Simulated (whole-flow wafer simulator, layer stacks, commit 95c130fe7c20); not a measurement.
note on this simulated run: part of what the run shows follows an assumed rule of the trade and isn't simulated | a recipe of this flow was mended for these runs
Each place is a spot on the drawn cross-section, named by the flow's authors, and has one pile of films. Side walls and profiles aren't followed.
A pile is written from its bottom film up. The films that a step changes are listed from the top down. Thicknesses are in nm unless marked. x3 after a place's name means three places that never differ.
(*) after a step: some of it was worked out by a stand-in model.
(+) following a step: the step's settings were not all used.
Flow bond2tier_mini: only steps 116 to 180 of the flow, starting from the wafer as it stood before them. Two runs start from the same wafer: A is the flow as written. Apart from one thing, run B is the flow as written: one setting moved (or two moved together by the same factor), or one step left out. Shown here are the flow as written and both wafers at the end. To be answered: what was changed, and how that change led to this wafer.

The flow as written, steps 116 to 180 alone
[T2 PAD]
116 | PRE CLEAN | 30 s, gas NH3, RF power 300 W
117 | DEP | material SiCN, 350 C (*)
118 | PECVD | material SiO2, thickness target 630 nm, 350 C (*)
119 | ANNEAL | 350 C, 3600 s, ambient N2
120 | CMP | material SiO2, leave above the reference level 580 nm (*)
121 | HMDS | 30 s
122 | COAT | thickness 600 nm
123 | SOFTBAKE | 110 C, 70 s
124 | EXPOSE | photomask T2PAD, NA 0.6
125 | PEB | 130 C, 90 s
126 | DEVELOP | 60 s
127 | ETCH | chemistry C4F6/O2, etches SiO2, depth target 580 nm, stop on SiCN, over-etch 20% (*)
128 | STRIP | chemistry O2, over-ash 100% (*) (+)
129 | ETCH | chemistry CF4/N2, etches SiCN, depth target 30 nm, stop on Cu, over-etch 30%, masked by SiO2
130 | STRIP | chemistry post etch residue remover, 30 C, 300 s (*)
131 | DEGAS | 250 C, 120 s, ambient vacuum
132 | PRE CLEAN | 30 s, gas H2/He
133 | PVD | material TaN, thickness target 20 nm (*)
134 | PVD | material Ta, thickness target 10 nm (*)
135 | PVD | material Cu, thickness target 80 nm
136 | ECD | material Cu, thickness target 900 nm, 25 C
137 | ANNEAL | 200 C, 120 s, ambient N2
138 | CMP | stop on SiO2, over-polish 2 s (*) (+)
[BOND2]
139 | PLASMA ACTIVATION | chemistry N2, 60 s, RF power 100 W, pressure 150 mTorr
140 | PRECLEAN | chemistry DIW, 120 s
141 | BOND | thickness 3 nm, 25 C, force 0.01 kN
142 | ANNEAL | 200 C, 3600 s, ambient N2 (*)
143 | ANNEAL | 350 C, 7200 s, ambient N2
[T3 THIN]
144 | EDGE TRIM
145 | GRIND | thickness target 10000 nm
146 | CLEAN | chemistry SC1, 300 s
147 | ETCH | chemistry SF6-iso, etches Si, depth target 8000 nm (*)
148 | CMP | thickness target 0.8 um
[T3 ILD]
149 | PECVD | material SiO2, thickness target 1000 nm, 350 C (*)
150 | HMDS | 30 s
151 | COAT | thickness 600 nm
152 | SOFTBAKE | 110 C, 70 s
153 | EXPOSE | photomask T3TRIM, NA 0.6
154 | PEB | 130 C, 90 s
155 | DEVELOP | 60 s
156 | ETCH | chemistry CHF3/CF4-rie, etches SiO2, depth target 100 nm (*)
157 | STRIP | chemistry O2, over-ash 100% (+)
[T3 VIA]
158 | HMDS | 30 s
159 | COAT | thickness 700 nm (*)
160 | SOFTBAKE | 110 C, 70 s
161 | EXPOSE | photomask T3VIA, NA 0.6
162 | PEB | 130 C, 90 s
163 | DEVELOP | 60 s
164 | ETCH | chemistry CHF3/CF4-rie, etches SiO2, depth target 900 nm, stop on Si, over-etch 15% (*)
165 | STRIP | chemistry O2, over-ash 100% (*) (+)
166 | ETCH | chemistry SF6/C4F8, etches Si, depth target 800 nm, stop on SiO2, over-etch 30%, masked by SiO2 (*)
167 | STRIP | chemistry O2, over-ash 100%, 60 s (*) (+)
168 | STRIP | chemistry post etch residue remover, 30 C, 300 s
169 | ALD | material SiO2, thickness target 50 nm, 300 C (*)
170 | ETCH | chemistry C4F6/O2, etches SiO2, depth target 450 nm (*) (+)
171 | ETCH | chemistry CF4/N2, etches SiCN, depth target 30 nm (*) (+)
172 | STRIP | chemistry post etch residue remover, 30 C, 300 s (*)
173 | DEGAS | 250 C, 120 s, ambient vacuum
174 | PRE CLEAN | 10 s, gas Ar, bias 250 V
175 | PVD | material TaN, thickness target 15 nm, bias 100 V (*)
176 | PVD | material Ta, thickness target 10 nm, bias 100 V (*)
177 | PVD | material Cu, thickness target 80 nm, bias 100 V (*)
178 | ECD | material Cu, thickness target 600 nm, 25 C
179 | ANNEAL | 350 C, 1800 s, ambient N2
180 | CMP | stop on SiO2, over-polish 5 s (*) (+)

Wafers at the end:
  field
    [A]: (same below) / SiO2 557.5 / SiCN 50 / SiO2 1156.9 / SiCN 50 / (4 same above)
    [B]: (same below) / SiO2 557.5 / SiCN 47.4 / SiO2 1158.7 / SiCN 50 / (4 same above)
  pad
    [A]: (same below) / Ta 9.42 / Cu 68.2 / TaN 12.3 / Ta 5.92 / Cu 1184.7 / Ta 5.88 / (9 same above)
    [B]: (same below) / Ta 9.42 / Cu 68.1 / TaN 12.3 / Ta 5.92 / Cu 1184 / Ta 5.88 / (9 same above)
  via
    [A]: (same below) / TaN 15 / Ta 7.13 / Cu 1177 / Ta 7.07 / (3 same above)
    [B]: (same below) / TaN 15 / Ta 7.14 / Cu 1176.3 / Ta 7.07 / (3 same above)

The reason: step 117, DEP: 363 C was run, while the flow as written has 350 C.

Step by step, how the change led to this:
  117 | DEP | material SiCN, 350 C (*)
      field, pad, via: A SiCN gains 50 (new film) | B SiCN gains 47.4 (new film)
  129 | ETCH | chemistry CF4/N2, etches SiCN, depth target 30 nm, stop on Cu, over-etch 30%, masked by SiO2
      pad, via: A SiCN loses 30.4 (all of it), Cu loses 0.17 | B SiCN loses 27.8 (all of it), Cu loses 0.22
      field: A SiO2 loses 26 | B SiO2 loses 24.1
